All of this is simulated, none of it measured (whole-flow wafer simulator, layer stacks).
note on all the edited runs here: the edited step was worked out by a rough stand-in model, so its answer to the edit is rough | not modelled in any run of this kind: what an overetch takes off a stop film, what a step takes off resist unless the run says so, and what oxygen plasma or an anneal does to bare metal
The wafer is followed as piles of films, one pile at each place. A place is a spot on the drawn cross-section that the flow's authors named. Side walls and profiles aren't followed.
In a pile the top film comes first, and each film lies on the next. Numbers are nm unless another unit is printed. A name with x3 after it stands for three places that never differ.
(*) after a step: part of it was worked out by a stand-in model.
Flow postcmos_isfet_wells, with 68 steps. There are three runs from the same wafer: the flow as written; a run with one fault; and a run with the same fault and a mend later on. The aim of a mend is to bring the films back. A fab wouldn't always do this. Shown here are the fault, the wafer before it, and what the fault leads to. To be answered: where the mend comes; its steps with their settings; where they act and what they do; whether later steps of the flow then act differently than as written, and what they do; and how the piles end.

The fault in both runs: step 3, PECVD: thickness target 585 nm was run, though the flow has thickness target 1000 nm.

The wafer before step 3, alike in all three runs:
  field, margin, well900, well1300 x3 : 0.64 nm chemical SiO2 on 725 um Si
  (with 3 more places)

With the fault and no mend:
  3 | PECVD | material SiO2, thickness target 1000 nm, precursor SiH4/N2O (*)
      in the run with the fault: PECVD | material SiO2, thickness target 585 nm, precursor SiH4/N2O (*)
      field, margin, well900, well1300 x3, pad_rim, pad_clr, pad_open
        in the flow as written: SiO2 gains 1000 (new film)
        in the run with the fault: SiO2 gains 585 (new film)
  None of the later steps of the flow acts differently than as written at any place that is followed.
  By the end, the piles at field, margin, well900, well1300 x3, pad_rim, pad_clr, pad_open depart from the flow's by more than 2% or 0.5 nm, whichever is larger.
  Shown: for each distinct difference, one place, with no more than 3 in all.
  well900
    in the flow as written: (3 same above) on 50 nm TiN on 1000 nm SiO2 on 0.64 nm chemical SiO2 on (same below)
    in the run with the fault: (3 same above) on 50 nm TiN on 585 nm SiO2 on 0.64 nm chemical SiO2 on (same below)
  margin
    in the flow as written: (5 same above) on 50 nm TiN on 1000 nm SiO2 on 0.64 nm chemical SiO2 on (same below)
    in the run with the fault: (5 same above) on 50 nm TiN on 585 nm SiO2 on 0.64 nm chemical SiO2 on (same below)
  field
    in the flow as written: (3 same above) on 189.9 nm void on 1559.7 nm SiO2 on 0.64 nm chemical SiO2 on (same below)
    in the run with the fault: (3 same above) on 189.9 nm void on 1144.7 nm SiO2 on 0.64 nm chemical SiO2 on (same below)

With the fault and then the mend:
  The mend stands after step 3.
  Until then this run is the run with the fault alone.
  3a | ETCH | chemistry boe, depth target 672.8 nm
      field, margin, well900, well1300 x3, pad_rim, pad_clr, pad_open
        SiO2 loses 585 (all of it), chemical SiO2 loses 0.64 (all of it)
  3b | PECVD | material SiO2, thickness target 1000 nm, precursor SiH4/N2O (the flow's step 3, run once more)
      field, margin, well900, well1300 x3, pad_rim, pad_clr, pad_open
        SiO2 gains 1000 (new film)
  None of the later steps of the flow acts differently than as written at any place that is followed.
  By the end, the piles at field, margin, well900, well1300 x3, pad_rim, pad_clr, pad_open depart from the flow's by more than 2% or 0.5 nm, whichever is larger.
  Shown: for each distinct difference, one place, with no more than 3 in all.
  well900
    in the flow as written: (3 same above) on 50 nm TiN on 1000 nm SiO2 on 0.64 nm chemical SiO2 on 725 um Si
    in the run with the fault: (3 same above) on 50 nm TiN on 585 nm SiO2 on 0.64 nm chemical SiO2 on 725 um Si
    in the run with the mend: (3 same above) on 50 nm TiN on 1000 nm SiO2 on 725 um Si
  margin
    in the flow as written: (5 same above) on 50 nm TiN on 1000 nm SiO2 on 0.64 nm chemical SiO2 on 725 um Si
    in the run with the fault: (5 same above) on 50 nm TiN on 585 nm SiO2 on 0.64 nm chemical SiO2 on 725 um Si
    in the run with the mend: (5 same above) on 50 nm TiN on 1000 nm SiO2 on 725 um Si
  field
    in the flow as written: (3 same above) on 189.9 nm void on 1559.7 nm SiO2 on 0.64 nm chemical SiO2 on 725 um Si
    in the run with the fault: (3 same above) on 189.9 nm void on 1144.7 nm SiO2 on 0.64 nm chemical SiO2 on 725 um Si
    in the run with the mend: (3 same above) on 189.9 nm void on 1559.7 nm SiO2 on 725 um Si
